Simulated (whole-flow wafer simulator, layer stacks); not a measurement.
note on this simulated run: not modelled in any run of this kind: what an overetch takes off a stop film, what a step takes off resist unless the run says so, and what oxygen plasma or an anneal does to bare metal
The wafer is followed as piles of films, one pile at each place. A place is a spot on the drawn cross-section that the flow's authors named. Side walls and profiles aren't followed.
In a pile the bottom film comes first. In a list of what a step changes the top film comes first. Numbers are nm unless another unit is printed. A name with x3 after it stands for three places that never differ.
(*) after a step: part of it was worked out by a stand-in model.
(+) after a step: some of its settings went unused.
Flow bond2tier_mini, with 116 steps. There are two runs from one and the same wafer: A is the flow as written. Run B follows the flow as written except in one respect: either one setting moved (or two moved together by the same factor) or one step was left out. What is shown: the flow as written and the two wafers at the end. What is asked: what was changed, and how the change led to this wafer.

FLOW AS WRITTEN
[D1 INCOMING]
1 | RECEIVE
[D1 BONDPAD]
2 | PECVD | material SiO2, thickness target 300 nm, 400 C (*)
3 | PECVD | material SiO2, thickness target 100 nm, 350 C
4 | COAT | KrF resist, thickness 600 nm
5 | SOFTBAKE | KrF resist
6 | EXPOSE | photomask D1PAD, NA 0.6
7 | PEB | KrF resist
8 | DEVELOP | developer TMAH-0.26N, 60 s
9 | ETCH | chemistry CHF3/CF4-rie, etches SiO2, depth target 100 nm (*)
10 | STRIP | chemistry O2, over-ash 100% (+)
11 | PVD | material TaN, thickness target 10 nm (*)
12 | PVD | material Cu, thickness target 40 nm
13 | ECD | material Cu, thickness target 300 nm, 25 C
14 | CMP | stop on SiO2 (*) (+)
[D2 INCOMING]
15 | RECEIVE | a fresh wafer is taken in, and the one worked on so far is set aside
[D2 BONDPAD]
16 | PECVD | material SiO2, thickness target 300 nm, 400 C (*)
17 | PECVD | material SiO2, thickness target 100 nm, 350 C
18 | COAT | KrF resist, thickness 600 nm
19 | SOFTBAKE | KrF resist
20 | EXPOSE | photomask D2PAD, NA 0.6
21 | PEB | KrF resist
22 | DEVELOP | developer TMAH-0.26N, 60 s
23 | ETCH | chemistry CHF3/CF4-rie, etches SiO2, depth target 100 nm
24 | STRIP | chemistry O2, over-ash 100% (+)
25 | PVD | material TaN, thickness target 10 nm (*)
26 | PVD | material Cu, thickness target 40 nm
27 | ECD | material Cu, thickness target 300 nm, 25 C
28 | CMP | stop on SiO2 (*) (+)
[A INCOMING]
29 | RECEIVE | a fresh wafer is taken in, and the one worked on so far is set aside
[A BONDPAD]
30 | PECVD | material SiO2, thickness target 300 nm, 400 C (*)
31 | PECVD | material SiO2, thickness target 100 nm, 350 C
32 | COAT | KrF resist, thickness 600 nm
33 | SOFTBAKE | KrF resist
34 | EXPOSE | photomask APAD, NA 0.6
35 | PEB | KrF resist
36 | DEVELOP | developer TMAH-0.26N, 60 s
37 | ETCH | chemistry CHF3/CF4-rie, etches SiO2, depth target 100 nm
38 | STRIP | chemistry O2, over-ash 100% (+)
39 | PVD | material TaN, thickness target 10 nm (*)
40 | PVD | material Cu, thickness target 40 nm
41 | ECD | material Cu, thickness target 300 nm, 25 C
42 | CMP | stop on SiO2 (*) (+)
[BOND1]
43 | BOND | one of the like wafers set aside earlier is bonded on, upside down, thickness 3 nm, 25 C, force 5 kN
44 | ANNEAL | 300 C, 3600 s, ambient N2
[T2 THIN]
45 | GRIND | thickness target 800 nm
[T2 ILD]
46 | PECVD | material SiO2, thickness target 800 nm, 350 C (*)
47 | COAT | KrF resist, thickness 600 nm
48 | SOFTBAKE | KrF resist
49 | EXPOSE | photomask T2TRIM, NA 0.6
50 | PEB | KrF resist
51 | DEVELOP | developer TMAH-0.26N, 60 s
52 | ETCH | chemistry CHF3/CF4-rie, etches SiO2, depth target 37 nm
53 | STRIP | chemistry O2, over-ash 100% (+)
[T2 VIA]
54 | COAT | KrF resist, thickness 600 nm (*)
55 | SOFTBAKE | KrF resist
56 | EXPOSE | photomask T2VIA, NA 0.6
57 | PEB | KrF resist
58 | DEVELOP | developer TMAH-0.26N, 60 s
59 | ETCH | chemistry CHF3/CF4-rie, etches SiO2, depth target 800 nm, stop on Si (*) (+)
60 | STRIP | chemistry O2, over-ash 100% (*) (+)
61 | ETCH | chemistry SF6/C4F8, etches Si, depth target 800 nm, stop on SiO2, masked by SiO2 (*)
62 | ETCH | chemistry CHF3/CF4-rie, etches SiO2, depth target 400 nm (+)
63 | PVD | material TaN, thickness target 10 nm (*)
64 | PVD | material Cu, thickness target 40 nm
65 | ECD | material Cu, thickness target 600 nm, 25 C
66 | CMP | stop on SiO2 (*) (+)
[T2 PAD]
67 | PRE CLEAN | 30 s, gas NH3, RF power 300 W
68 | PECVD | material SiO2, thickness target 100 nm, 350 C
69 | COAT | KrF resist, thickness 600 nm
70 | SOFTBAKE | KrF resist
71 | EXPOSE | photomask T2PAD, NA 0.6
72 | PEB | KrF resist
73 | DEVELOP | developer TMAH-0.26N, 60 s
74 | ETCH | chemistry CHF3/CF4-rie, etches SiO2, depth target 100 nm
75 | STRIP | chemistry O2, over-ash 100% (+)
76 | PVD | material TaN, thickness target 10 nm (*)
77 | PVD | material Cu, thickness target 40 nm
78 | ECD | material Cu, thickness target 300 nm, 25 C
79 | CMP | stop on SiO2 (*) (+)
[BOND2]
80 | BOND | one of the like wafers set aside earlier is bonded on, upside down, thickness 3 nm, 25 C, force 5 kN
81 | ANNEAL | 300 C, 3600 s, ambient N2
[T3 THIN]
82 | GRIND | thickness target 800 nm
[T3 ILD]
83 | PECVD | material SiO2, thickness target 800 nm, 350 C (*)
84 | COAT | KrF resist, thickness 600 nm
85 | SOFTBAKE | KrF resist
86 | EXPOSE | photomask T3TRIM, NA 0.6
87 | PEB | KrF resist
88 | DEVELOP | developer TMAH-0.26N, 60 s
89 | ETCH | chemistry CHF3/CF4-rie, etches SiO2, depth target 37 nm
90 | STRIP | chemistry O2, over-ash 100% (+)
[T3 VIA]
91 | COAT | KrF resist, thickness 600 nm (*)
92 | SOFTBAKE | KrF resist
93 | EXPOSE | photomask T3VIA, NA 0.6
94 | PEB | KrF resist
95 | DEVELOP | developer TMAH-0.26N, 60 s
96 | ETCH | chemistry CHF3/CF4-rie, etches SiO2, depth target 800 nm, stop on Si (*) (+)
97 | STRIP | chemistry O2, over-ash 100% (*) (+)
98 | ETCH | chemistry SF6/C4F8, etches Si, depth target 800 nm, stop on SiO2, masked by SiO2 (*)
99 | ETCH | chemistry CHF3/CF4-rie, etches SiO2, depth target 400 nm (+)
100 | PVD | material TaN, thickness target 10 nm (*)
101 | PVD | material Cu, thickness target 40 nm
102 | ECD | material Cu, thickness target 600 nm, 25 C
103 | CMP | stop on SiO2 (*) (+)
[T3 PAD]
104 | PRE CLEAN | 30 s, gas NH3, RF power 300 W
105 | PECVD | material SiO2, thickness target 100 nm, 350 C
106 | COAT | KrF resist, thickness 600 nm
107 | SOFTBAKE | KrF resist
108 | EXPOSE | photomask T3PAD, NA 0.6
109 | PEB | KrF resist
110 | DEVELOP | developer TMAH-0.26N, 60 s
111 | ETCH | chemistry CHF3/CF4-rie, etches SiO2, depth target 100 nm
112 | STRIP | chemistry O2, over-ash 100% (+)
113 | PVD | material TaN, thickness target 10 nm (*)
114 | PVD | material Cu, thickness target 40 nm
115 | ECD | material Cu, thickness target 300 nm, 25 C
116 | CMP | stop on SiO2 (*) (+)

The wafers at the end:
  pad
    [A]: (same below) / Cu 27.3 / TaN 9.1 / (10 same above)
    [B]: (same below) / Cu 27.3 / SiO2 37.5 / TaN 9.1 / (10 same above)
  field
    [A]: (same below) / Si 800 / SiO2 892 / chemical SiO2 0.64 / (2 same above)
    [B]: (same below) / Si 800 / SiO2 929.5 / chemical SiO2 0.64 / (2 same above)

The reason: step 68, PECVD: thickness target 137.5 nm was run, though the flow has thickness target 100 nm.

Step by step, how the change led to this:
  68 | PECVD | material SiO2, thickness target 100 nm, 350 C
      field: A +100 SiO2 | B +137.5 SiO2
      pad: A +100 SiO2 (new film) | B +137.5 SiO2 (new film)
  74 | ETCH | chemistry CHF3/CF4-rie, etches SiO2, depth target 100 nm
      pad: A -100 SiO2 (all of it) | B -100 SiO2
Taking metal films that touch as one body, pad has 4 bodies (between them, from the top down: SiO2 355 / Si 800 / chemical SiO2 0.64 / SiO2 300; SiO2 37.5; SiO2 355 / Si 800 / chemical SiO2 0.64 / SiO2 300); the flow as written gives 3 bodies (between them, from the top down: SiO2 355 / Si 800 / chemical SiO2 0.64 / SiO2 300; SiO2 355 / Si 800 / chemical SiO2 0.64 / SiO2 300).
